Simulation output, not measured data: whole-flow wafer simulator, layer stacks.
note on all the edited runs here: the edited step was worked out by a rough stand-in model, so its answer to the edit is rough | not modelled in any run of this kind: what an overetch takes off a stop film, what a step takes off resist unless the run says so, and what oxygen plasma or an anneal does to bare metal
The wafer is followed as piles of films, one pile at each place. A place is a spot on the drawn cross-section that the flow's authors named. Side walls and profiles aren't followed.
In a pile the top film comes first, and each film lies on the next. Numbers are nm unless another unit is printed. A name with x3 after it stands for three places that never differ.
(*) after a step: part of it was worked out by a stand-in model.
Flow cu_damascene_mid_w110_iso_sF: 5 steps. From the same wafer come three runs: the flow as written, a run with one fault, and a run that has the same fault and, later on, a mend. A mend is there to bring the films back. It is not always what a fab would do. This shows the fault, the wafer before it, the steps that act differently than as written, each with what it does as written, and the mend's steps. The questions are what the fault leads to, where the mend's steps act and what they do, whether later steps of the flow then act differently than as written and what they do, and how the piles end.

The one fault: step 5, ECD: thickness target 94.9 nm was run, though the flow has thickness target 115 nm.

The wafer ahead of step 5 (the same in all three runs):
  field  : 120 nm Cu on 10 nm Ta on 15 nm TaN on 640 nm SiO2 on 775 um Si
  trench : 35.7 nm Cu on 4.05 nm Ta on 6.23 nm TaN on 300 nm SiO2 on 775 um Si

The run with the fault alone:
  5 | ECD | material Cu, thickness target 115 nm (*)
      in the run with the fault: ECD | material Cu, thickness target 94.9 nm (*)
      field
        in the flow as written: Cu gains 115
        in the run with the fault: Cu gains 94.9
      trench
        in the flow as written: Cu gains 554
        in the run with the fault: Cu gains 533.9
  None of the later steps of the flow acts differently than as written at any place that is followed.
  At field, trench, the piles at the end differ from the flow's by more than 2% or 0.5 nm, whichever is larger.
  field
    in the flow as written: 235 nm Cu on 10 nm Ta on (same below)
    in the run with the fault: 214.9 nm Cu on 10 nm Ta on (same below)
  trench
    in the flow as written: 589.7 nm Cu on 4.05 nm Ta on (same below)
    in the run with the fault: 569.6 nm Cu on 4.05 nm Ta on (same below)

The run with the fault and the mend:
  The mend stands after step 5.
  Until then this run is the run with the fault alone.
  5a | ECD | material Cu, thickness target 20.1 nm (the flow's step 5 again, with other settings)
      field, trench
        Cu gains 20.1
  None of the later steps of the flow acts differently than as written at any place that is followed.
  By the end, the piles equal the flow's at every place that both follow.
